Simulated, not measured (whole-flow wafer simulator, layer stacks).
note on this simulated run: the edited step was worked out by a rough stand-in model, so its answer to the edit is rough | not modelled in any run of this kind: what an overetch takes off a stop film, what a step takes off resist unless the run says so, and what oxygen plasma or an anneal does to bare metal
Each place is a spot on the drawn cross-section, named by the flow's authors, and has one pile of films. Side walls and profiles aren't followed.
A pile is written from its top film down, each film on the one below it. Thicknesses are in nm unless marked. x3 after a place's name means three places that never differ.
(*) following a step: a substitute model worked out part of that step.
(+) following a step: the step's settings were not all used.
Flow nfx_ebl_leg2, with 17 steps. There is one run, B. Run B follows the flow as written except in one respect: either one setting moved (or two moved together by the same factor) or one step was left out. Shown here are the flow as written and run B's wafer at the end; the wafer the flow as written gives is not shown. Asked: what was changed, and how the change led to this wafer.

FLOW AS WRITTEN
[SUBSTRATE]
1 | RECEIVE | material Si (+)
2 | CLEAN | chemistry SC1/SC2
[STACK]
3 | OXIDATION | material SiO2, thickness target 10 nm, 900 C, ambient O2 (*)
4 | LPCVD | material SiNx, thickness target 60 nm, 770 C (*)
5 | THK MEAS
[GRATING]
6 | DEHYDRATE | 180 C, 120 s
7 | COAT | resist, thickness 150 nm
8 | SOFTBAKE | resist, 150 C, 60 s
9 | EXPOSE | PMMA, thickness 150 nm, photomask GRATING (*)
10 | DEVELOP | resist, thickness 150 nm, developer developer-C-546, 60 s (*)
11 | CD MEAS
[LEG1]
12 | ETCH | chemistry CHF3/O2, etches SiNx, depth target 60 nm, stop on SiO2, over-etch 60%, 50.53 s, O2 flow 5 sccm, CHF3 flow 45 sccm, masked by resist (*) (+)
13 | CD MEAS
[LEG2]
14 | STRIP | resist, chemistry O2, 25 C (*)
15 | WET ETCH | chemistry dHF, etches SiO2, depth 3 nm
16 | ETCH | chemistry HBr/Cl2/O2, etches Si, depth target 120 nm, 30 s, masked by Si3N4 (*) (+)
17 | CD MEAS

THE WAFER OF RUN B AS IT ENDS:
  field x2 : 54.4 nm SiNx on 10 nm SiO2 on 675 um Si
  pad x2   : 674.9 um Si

The reason: step 16, ETCH: depth target 98 nm was run, though the flow has depth target 120 nm; step 16, ETCH: 24.51 s was run, where the flow has 30 s.

Step by step, how the change led to this:
  16 | ETCH | chemistry HBr/Cl2/O2, etches Si, depth target 120 nm, 30 s, masked by Si3N4 (*) (+)
      field x2: -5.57 SiNx (in the flow as written it would be: -6.82 SiNx)
      pad x2: -98 Si (in the flow as written it would be: -120 Si)
